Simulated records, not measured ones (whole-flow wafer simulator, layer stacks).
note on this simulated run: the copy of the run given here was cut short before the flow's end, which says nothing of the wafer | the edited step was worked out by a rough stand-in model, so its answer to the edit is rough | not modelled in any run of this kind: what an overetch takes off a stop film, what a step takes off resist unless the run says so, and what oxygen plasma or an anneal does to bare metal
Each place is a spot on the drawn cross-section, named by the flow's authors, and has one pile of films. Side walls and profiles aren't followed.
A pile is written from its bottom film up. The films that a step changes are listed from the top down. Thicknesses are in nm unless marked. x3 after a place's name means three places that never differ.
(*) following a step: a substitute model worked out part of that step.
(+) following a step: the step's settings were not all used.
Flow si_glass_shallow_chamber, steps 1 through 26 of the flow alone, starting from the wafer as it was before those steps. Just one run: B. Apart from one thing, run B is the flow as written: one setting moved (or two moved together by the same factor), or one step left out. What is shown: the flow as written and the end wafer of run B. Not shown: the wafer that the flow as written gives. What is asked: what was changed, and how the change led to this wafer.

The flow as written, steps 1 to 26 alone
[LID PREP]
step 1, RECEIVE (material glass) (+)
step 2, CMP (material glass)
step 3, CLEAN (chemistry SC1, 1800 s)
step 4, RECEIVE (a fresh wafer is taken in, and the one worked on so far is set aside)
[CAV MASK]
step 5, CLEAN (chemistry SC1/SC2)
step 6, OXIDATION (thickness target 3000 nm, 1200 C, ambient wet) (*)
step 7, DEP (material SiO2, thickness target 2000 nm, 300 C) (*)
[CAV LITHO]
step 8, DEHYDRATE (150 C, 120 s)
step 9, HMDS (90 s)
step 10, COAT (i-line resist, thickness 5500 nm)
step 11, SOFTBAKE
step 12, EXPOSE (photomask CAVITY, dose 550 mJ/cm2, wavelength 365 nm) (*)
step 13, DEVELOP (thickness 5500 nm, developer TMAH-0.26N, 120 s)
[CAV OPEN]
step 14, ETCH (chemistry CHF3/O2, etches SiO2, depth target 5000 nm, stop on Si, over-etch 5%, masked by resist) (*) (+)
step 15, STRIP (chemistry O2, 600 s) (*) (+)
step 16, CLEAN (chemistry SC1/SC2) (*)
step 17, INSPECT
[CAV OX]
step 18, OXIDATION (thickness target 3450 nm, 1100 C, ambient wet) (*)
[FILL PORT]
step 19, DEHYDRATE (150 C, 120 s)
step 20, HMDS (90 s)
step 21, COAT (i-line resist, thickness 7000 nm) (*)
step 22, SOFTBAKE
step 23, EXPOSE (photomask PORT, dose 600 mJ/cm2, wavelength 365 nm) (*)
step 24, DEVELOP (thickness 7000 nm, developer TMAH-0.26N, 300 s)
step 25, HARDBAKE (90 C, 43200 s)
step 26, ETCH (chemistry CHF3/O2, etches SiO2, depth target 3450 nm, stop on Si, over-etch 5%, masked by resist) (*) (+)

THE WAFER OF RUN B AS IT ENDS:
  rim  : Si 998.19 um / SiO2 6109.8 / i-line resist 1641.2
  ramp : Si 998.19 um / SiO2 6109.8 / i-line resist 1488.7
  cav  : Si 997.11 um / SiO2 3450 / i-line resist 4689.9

Cause: step 26, ETCH: over-etch 7.25% was run, whereas the flow has over-etch 5%.

Step by step, how the change led to this:
  step 26, ETCH (chemistry CHF3/O2, etches SiO2, depth target 3450 nm, stop on Si, over-etch 5%, masked by resist) (*) (+)
      rim, ramp, cav, ring: i-line resist loses 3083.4 (it would be, as written: i-line resist loses 3018.8)
      port: SiO2 loses 3450 (all of it), Si loses 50 (it would be, as written: SiO2 loses 3450 (all of it), Si loses 34.5)
      (also at 1 further place)
